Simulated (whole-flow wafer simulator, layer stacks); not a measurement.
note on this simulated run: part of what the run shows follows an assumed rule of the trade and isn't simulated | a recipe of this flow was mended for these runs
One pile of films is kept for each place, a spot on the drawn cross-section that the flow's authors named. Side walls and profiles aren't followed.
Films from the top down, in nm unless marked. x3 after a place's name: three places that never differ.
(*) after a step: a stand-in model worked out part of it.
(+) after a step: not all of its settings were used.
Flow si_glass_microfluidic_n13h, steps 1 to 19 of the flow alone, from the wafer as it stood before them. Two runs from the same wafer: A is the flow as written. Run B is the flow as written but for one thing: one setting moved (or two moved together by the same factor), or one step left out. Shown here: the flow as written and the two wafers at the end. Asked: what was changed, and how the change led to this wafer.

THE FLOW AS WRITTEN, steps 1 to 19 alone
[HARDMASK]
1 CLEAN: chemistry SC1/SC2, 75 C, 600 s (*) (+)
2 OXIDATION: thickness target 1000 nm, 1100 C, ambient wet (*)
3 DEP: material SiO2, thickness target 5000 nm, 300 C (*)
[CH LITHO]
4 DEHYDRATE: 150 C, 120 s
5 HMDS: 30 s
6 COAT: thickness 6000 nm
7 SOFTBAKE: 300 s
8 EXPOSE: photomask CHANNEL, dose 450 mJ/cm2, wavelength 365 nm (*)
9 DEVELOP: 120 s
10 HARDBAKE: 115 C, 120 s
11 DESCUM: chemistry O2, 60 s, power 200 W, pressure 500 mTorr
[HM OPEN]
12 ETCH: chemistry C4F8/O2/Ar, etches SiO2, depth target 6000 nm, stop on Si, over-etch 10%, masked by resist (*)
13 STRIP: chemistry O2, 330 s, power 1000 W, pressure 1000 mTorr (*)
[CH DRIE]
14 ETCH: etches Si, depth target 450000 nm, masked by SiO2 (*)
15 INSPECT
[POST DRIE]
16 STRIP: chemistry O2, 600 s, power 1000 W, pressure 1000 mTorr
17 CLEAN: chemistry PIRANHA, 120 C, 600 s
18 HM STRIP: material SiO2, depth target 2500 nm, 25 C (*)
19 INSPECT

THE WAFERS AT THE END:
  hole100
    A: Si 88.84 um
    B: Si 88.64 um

The cause: step 12, ETCH: depth target 7440 nm was run, where the flow has depth target 6000 nm.

How the change led to this, step by step:
  12 ETCH: chemistry C4F8/O2/Ar, etches SiO2, depth target 6000 nm, stop on Si, over-etch 10%, masked by resist (*)
      land: A thick-i-line-resist -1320 | B thick-i-line-resist -1636.8
      hole100: A SiO2 -6000 (all of it), Si -75 | B SiO2 -6000 (all of it), Si -273
  13 STRIP: chemistry O2, 330 s, power 1000 W, pressure 1000 mTorr (*)
      land: A thick-i-line-resist -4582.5 (all of it) | B thick-i-line-resist -4265.7 (all of it)
